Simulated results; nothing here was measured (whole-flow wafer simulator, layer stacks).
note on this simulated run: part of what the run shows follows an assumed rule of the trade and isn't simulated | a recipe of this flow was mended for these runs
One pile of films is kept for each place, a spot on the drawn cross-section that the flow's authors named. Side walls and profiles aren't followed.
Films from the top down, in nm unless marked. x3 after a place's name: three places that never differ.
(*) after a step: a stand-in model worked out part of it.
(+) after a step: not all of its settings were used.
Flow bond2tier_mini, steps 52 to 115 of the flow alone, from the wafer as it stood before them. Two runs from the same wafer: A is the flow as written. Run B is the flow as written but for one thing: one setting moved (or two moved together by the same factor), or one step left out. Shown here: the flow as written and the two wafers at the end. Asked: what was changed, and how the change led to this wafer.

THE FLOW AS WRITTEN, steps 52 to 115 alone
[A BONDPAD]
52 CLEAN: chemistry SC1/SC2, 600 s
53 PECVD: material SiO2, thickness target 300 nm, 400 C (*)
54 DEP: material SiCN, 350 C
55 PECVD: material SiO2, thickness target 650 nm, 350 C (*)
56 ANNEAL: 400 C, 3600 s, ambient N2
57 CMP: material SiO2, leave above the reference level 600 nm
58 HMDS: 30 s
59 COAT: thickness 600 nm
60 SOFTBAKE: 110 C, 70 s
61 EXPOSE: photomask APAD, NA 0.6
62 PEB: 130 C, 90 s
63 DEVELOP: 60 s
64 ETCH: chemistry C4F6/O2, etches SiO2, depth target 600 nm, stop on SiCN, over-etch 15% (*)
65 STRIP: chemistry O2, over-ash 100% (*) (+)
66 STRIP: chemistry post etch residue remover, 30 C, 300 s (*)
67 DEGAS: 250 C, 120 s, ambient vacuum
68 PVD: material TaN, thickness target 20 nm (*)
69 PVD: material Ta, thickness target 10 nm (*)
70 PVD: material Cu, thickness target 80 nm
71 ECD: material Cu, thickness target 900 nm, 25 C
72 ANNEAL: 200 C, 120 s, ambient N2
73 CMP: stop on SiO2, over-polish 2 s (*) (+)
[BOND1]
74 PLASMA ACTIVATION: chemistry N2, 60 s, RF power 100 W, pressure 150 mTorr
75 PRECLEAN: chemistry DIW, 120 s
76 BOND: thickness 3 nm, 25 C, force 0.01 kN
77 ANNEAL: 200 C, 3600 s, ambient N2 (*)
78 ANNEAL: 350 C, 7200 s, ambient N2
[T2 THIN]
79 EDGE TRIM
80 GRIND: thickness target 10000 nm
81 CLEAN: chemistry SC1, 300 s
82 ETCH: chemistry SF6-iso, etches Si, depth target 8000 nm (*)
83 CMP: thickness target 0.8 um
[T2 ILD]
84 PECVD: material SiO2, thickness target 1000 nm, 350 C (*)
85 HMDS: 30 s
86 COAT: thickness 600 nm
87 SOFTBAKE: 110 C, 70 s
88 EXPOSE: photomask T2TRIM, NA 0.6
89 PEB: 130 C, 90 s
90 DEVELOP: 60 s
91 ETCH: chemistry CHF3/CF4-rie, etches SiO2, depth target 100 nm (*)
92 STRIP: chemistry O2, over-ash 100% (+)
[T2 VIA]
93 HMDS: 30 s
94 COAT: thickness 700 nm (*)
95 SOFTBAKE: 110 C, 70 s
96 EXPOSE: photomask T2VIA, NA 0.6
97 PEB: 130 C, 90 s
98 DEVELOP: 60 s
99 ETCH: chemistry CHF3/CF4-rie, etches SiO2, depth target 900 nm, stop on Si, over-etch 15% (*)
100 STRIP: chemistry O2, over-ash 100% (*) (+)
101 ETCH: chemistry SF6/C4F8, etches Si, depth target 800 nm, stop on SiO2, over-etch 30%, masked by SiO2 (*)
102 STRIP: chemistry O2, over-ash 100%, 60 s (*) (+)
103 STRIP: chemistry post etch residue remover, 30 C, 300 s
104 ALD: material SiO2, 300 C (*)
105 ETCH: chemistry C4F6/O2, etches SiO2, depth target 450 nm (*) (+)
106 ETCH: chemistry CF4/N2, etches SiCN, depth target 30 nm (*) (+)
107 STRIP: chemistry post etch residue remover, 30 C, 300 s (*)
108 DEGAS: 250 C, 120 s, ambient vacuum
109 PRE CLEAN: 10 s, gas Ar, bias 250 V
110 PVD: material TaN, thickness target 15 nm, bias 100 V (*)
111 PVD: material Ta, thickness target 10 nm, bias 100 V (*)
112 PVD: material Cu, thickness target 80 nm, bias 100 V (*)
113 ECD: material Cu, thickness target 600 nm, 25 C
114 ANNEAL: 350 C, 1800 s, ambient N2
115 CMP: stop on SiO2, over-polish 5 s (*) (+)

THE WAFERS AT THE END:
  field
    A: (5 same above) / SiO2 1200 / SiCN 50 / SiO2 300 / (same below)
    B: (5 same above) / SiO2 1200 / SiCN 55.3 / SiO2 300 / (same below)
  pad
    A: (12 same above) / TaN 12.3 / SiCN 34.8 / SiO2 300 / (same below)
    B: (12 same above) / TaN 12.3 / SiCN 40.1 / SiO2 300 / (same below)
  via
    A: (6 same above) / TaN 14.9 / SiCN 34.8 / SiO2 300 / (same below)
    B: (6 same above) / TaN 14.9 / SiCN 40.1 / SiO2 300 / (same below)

The cause: step 54, DEP: 326 C was run, where the flow has 350 C.

How the change led to this, step by step:
  54 DEP: material SiCN, 350 C
      field, pad, via: A SiCN +50 (new film) | B SiCN +55.3 (new film)
